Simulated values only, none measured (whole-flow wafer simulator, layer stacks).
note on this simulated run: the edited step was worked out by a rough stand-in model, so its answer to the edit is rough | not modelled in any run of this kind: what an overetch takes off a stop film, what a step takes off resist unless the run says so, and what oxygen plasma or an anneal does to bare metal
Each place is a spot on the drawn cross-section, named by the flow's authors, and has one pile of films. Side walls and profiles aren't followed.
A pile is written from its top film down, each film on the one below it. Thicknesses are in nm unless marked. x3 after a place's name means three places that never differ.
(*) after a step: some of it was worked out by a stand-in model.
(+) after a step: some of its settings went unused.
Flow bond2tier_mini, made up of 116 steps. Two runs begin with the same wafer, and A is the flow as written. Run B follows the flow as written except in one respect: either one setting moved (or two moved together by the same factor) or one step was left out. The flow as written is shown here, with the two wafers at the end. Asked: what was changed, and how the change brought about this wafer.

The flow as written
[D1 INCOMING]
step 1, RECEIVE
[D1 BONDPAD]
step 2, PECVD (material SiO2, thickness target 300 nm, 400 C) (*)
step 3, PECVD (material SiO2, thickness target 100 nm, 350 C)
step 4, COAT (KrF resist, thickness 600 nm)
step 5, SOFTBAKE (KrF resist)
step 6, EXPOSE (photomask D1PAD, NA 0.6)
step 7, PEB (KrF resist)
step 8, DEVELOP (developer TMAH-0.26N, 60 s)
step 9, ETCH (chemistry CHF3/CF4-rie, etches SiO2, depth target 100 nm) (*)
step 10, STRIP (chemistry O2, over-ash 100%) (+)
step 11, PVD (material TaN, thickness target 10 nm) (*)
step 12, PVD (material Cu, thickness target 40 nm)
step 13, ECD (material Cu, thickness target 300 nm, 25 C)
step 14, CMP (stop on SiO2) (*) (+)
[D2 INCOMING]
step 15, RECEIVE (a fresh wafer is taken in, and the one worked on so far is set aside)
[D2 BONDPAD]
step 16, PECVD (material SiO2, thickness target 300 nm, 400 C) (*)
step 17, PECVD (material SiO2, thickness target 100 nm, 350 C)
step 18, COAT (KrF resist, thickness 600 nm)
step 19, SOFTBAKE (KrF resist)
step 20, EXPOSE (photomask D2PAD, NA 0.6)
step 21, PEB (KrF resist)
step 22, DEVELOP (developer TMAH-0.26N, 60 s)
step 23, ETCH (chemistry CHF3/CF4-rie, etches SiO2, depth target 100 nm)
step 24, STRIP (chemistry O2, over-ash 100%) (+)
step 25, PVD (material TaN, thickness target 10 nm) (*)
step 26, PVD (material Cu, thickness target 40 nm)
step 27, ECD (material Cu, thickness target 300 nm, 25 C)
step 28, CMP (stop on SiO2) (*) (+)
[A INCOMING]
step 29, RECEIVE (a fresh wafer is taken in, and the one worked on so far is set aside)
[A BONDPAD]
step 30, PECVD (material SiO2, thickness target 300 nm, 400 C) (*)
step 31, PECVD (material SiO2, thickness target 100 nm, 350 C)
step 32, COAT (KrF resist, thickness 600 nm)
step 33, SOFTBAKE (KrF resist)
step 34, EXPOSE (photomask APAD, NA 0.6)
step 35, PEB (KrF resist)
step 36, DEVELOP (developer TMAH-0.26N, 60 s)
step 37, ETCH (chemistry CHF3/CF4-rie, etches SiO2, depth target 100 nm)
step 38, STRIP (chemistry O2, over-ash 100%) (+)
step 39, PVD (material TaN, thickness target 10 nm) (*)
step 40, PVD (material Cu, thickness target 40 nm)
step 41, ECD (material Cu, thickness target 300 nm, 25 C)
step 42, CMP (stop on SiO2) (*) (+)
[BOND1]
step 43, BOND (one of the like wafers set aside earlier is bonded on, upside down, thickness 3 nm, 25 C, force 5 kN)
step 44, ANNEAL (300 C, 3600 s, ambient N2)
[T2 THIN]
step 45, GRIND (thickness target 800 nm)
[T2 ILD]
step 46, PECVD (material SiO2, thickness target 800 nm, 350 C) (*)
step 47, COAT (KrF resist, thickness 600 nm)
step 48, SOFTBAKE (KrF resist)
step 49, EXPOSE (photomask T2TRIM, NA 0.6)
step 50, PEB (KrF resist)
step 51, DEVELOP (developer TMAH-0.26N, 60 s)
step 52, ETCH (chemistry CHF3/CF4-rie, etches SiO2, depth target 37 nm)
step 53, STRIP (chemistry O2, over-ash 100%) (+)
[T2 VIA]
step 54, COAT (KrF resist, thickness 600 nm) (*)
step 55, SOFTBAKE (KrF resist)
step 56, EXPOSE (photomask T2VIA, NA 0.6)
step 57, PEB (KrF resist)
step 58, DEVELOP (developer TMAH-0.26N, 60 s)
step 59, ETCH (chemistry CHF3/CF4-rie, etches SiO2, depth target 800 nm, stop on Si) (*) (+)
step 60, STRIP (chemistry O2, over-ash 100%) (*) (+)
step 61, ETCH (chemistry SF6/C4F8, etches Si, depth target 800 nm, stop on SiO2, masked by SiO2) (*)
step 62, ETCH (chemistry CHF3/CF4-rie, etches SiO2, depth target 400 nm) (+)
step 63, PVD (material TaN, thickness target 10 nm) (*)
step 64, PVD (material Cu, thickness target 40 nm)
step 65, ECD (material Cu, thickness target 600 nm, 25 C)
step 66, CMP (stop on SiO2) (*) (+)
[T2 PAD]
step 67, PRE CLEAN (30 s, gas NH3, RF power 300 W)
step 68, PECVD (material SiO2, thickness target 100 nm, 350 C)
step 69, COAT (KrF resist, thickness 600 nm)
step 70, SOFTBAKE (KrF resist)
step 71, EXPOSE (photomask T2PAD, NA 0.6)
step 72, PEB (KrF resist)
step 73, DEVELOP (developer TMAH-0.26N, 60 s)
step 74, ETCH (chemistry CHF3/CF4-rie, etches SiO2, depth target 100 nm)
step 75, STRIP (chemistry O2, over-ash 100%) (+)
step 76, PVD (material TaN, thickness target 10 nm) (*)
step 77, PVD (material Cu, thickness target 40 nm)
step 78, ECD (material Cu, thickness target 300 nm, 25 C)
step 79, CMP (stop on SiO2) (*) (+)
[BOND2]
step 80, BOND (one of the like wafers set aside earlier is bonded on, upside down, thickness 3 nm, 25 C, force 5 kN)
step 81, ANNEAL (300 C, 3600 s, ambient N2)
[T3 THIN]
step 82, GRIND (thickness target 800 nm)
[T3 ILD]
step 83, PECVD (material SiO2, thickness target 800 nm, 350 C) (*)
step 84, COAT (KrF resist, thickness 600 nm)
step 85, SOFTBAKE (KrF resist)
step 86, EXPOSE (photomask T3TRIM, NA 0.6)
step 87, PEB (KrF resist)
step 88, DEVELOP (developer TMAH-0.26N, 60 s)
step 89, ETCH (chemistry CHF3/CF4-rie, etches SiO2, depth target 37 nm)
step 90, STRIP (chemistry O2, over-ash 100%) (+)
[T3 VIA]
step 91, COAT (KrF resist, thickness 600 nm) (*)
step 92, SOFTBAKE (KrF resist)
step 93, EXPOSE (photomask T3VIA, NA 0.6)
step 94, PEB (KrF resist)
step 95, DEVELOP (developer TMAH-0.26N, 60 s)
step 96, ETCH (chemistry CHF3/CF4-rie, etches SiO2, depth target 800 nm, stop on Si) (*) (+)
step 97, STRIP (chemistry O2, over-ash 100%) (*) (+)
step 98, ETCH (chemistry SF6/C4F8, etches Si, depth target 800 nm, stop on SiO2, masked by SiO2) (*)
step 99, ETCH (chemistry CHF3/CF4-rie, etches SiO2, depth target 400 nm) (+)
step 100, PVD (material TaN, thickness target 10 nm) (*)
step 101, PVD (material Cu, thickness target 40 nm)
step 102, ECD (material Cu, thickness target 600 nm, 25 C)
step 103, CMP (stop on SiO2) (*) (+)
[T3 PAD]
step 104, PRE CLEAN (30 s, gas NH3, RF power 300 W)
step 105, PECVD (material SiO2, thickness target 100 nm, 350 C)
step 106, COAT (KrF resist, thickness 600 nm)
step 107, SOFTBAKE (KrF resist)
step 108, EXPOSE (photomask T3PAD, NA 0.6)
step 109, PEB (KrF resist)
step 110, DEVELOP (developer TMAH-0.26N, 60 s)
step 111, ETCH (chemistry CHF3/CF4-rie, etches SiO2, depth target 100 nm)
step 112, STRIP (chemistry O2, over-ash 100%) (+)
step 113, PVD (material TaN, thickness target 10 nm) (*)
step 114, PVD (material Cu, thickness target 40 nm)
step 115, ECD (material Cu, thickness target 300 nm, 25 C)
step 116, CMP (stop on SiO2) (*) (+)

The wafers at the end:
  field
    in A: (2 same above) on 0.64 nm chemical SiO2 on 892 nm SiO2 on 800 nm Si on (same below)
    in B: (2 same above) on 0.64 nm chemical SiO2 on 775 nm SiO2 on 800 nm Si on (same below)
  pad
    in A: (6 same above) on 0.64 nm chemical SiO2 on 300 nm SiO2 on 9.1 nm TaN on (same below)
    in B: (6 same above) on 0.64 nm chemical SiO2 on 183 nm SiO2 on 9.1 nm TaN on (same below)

Cause: step 16, PECVD: thickness target 183 nm was run, though the flow has thickness target 300 nm.
One can read it off the wafer: pad has SiO2 183, and step 16 as written asks for 300 nm.

How this came from the change, step by step:
  step 16, PECVD (material SiO2, thickness target 300 nm, 400 C) (*)
      field, pad, via: A +300 SiO2 (new film) | B +183 SiO2 (new film)
  step 80, BOND (one of the like wafers set aside earlier is bonded on, upside down, thickness 3 nm, 25 C, force 5 kN)
      field: A +775 um Si (new film), +0.64 chemical SiO2 (new film), +400 SiO2 | B +775 um Si (new film), +0.64 chemical SiO2 (new film), +283 SiO2
      pad: A +775 um Si (new film), +0.64 chemical SiO2 (new film), +300 SiO2 (new film), +9.1 TaN (new film), +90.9 Cu | B +775 um Si (new film), +0.64 chemical SiO2 (new film), +183 SiO2 (new film), +9.1 TaN (new film), +90.9 Cu
